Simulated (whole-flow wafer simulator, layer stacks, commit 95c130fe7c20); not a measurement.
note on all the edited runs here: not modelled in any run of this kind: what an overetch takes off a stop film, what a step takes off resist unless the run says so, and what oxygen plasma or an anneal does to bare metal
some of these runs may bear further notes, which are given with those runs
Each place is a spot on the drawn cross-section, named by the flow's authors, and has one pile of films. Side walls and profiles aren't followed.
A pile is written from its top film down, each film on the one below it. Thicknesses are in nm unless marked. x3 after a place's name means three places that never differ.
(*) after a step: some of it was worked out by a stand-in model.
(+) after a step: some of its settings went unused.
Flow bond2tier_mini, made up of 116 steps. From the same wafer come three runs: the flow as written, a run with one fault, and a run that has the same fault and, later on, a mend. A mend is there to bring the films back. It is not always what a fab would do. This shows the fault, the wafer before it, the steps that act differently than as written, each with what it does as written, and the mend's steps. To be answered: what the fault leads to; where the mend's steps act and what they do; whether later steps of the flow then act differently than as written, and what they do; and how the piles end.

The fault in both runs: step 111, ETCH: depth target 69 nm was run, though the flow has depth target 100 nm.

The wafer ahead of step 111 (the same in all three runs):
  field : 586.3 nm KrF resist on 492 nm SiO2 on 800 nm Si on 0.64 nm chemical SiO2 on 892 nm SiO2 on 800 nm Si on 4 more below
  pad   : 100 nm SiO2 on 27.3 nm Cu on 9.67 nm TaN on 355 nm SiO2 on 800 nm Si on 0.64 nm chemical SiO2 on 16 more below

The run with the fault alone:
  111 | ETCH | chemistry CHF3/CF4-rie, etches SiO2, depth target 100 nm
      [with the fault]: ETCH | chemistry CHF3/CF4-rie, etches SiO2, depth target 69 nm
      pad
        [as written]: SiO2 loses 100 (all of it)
        [with the fault]: SiO2 loses 69
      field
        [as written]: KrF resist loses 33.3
        [with the fault]: KrF resist loses 23
  Steps further on in the flow that do not act as written (2 other steps are not shown; they differ only slightly, by no more than 2% or 0.5 nm, whichever is larger):
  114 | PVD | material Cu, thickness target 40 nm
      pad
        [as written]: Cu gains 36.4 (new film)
        [with the fault]: Cu gains 37.5 (new film)
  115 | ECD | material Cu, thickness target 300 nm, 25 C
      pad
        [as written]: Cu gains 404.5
        [with the fault]: Cu gains 372.1
  By the end, the piles at pad depart from the flow's by more than 2% or 0.5 nm, whichever is larger.
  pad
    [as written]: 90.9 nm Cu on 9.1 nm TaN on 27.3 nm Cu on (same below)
    [with the fault]: 59.6 nm Cu on 9.38 nm TaN on 31 nm SiO2 on 27.3 nm Cu on (same below)

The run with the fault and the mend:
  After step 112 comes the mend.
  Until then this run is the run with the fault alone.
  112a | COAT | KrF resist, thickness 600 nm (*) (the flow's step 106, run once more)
      field
        KrF resist gains 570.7 (new film)
      pad
        KrF resist gains 630.5 (new film)
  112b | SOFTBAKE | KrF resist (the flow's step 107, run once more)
      does not change any film at any place that is followed
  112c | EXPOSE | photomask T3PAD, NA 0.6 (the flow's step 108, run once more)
      does not change any film at any place that is followed
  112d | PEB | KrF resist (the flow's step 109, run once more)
      does not change any film at any place that is followed
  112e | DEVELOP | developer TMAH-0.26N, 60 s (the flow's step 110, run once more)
      field
        KrF resist loses 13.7
      pad
        KrF resist loses 630.5 (all of it)
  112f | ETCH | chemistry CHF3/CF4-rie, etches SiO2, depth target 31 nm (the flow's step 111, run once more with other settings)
      field
        KrF resist loses 10.3
      pad
        SiO2 loses 31 (all of it)
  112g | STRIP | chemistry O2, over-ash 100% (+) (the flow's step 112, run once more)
      field
        KrF resist loses 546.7 (all of it)
  Later steps of the flow that are run all act as written at every place that is followed.
  The piles end the same as the flow's at every place that both follow.
